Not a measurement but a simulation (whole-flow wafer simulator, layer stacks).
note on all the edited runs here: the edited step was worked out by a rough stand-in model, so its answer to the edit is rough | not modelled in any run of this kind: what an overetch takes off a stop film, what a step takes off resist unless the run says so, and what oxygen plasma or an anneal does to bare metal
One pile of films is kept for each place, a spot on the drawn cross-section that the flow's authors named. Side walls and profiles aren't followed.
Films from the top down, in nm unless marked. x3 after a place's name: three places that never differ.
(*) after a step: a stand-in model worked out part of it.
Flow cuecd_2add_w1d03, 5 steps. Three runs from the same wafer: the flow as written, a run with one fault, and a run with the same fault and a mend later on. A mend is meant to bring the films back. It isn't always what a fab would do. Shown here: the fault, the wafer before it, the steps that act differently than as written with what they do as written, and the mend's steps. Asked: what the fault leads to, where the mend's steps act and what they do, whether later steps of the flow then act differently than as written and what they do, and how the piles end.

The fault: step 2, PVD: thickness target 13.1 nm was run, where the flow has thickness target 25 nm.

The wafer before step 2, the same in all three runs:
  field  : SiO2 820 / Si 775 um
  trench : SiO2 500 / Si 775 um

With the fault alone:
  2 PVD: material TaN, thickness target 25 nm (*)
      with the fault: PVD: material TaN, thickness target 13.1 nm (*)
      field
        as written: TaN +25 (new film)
        with the fault: TaN +13.1 (new film)
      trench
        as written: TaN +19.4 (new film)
        with the fault: TaN +10.1 (new film)
  No later step of the flow acts differently than as written, at any place that is followed, by more than 2% or 0.5 nm, whichever is larger.
  At the end the piles differ from the flow's by more than 2% or 0.5 nm, whichever is larger, at field, trench.
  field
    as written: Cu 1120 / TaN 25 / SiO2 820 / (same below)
    with the fault: Cu 1120 / TaN 13.1 / SiO2 820 / (same below)
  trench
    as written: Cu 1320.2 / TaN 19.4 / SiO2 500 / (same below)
    with the fault: Cu 1316.9 / TaN 10.1 / SiO2 500 / (same below)

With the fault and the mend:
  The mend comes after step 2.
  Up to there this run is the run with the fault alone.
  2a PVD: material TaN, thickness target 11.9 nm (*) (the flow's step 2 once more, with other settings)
      field
        TaN +11.9
      trench
        TaN +9.16
  No later step of the flow acts differently than as written, at any place that is followed, by more than 2% or 0.5 nm, whichever is larger.
  At the end the piles differ from the flow's only slightly at the places that both follow, by at most 2% or 0.5 nm, whichever is larger.
